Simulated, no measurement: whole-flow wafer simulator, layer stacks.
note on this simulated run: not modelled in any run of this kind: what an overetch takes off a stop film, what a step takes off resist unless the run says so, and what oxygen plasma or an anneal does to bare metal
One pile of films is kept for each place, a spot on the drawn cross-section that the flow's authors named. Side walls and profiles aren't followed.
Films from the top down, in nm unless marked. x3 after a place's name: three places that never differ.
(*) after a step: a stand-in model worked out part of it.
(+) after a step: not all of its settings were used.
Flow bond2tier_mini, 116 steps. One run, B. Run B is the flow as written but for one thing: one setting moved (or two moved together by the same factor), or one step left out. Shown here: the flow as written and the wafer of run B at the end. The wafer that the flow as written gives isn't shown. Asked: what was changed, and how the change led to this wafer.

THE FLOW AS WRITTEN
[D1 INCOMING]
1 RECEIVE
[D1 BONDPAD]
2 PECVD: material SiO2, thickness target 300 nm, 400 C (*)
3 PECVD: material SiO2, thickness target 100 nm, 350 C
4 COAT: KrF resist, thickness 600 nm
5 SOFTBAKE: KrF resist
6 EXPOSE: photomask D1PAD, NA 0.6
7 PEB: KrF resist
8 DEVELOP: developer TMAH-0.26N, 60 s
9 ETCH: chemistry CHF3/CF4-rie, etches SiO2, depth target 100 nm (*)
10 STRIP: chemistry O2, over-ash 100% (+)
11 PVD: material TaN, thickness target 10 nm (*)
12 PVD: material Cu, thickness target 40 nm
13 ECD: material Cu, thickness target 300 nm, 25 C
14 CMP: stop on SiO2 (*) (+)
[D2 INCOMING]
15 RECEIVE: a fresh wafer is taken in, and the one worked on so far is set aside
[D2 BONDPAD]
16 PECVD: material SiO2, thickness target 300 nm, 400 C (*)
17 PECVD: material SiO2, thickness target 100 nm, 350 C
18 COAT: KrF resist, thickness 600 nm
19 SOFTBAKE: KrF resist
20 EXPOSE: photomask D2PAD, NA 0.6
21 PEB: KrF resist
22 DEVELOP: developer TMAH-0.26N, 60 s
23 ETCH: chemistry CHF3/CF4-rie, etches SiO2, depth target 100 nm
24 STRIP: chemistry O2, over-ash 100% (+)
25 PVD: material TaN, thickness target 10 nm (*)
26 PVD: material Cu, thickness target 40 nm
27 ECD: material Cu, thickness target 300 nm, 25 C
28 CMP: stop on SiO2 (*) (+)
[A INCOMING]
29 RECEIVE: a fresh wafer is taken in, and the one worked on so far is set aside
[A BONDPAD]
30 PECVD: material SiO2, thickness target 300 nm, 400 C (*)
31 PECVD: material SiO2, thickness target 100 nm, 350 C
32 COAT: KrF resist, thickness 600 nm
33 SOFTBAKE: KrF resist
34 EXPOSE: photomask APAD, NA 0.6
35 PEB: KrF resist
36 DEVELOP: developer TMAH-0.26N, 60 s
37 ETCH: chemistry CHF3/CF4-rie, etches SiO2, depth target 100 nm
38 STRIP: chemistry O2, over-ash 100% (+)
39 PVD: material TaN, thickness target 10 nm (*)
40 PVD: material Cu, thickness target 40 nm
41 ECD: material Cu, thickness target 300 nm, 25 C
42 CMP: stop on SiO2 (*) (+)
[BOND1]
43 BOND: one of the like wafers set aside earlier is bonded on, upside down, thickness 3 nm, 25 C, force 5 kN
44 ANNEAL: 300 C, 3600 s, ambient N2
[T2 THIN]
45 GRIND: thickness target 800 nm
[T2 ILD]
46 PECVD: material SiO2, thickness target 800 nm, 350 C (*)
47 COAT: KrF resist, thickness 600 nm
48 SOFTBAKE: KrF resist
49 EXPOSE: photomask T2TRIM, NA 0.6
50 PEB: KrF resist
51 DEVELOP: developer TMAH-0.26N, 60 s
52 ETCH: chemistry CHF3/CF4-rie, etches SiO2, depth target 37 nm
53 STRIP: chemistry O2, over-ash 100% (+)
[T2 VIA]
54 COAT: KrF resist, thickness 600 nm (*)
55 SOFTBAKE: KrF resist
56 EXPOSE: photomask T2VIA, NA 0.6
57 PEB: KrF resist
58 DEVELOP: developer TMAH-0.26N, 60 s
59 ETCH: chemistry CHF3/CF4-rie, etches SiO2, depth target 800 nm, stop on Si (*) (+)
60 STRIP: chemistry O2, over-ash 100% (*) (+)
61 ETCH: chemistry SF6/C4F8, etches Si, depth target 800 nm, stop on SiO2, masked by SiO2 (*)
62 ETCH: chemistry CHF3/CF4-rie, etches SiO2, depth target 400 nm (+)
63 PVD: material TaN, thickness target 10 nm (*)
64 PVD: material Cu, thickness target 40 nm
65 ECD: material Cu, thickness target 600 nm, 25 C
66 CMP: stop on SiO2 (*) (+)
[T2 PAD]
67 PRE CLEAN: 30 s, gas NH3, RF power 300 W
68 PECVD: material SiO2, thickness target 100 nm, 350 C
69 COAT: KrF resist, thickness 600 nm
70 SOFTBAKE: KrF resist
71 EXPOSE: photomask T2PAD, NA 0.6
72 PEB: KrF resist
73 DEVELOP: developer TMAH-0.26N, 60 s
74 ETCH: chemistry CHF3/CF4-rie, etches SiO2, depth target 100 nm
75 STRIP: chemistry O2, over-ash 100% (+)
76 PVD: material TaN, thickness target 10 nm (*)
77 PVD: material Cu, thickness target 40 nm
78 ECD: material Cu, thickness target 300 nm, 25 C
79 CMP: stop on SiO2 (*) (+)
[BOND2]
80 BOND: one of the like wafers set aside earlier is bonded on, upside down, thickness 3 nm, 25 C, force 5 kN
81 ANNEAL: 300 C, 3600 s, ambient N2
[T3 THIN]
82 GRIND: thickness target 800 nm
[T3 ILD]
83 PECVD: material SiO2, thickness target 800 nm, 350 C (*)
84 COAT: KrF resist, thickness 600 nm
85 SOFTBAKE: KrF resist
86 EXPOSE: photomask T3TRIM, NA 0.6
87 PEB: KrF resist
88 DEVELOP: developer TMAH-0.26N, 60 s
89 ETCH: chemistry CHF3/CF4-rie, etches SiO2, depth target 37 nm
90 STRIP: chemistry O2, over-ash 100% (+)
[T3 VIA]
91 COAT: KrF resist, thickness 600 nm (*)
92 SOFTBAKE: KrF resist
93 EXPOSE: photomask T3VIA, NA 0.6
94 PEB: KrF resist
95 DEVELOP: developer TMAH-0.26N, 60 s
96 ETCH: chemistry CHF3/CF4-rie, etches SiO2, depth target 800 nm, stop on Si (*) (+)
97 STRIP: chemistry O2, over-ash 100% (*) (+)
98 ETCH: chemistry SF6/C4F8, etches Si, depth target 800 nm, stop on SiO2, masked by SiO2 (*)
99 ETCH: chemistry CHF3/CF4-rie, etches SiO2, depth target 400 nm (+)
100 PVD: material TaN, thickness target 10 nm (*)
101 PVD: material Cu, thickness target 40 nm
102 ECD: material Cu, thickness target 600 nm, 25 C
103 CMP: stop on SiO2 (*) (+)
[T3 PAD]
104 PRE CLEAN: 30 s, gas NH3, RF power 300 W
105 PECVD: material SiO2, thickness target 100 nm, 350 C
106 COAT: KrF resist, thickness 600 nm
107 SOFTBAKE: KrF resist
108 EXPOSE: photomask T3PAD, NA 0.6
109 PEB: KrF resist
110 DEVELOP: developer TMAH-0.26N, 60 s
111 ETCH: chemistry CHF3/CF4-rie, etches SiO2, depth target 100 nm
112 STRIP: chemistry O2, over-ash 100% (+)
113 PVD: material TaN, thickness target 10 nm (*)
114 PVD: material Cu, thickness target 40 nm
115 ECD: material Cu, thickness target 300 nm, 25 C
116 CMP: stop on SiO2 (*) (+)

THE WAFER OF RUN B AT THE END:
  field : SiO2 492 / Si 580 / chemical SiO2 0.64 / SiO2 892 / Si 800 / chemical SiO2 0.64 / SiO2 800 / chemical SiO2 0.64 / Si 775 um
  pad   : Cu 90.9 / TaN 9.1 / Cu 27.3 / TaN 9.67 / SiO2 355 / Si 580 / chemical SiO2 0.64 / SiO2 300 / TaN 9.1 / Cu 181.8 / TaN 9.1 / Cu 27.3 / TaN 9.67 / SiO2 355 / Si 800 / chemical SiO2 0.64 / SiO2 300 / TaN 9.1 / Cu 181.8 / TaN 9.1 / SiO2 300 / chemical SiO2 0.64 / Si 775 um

The cause: step 82, GRIND: thickness target 580 nm was run, where the flow has thickness target 800 nm.
It can be read off the wafer: field has Si 580, and step 82 as written asks for 800 nm.

How the change led to this, step by step:
  82 GRIND: thickness target 800 nm
      field, pad: Si -774.42 um (as written it would be: Si -774.2 um)
